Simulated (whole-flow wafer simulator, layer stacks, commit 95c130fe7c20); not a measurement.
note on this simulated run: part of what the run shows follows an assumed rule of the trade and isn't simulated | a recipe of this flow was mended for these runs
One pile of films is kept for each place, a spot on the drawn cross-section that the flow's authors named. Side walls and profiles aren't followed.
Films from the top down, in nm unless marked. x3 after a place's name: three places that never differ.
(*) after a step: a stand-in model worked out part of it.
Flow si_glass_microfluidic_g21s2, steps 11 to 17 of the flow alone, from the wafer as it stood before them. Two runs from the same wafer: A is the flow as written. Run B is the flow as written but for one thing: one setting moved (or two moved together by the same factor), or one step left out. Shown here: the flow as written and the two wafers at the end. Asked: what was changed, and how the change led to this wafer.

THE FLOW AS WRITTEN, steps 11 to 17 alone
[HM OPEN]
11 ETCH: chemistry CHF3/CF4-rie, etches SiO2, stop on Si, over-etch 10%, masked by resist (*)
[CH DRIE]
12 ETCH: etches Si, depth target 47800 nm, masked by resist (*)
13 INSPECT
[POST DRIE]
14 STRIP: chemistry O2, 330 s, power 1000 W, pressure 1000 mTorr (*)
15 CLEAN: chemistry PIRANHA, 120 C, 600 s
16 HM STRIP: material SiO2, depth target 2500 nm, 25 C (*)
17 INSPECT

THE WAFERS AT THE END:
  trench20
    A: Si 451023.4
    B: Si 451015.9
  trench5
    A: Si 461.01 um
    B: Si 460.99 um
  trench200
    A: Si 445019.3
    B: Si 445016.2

The cause: step 11, ETCH: over-etch 14.5% was run, where the flow has over-etch 10%.

How the change led to this, step by step:
  11 ETCH: chemistry CHF3/CF4-rie, etches SiO2, stop on Si, over-etch 10%, masked by resist (*)
      trench20, trench5, trench200: A SiO2 -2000 (all of it), Si -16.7 | B SiO2 -2000 (all of it), Si -24.2
      land: A thick-i-line-resist -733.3 | B thick-i-line-resist -763.3
  12 ETCH: etches Si, depth target 47800 nm, masked by resist (*)
      trench5: A Si -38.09 um | B Si -38.1 um
      trench200: A Si -54.08 um | B Si -54.07 um
